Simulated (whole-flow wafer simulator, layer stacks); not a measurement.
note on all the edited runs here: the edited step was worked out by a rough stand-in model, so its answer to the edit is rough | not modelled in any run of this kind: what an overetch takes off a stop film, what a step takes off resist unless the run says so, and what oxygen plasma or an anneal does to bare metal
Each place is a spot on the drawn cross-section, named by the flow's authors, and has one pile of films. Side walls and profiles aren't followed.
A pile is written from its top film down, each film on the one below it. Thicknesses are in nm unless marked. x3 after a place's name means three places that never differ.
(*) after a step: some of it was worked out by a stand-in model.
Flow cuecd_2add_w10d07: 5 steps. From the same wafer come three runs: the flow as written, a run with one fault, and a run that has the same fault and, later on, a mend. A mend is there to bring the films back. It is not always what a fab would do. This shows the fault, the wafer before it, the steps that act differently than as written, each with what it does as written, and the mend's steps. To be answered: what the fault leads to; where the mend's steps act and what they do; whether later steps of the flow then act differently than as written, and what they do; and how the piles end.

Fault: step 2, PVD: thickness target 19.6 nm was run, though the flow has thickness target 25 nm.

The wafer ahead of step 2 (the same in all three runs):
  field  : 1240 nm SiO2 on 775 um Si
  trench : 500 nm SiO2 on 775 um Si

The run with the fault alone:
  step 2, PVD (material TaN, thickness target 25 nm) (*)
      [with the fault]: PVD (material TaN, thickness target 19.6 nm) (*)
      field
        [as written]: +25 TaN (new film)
        [with the fault]: +19.6 TaN (new film)
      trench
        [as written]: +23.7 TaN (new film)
        [with the fault]: +18.5 TaN (new film)
  Later steps of the flow that are run all act as written at every place that is followed.
  By the end, the piles at field, trench depart from the flow's by more than 2% or 0.5 nm, whichever is larger.
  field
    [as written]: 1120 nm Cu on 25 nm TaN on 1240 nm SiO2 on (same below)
    [with the fault]: 1120 nm Cu on 19.6 nm TaN on 1240 nm SiO2 on (same below)
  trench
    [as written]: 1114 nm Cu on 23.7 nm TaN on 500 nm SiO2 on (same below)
    [with the fault]: 1114 nm Cu on 18.5 nm TaN on 500 nm SiO2 on (same below)

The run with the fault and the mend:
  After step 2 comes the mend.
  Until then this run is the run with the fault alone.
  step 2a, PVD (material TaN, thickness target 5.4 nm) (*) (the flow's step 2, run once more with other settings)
      field
        +5.4 TaN
      trench
        +5.11 TaN
  Later steps of the flow that are run all act as written at every place that is followed.
  By the end, the piles equal the flow's at every place that both follow.
